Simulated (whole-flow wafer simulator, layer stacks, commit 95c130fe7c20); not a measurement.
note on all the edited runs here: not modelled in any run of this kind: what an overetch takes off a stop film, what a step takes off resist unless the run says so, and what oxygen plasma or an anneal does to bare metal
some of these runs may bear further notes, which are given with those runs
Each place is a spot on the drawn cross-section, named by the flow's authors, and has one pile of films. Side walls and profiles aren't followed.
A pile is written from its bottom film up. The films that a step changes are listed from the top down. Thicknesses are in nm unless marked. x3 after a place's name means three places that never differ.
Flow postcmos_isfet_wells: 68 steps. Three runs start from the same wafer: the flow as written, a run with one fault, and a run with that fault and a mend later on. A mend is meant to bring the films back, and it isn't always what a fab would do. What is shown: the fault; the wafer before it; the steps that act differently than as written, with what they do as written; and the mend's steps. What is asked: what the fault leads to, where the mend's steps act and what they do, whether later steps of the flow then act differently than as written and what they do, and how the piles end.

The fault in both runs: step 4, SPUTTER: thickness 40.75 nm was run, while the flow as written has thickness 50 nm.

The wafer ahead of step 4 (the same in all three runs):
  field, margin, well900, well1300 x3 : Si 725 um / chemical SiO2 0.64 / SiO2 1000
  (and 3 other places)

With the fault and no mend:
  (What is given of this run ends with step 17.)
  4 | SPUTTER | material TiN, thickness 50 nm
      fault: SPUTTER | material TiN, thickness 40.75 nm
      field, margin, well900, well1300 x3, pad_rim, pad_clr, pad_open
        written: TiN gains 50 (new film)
        fault: TiN gains 40.8 (new film)
  Every later step of the flow up to step 17 that is run acts as written at every place that is followed.
  The piles after step 17 differ from the flow's at field, margin, well900, well1300 x3, pad_rim, pad_clr, pad_open by more than 2% or 0.5 nm, whichever is larger.
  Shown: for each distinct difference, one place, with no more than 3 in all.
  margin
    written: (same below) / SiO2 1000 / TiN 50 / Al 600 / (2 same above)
    fault: (same below) / SiO2 1000 / TiN 40.8 / Al 600 / (2 same above)
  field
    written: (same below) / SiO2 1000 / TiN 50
    fault: (same below) / SiO2 1000 / TiN 40.8

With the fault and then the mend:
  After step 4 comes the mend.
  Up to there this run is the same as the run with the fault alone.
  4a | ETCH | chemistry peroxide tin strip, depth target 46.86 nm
      field, margin, well900, well1300 x3, pad_rim, pad_clr, pad_open
        TiN loses 40.8 (all of it)
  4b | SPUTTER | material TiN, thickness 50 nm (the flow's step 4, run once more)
      field, margin, well900, well1300 x3, pad_rim, pad_clr, pad_open
        TiN gains 50 (new film)
  Every later step of the flow that is run acts as written at every place that is followed.
  The piles end the same as the flow's at every place that both follow.
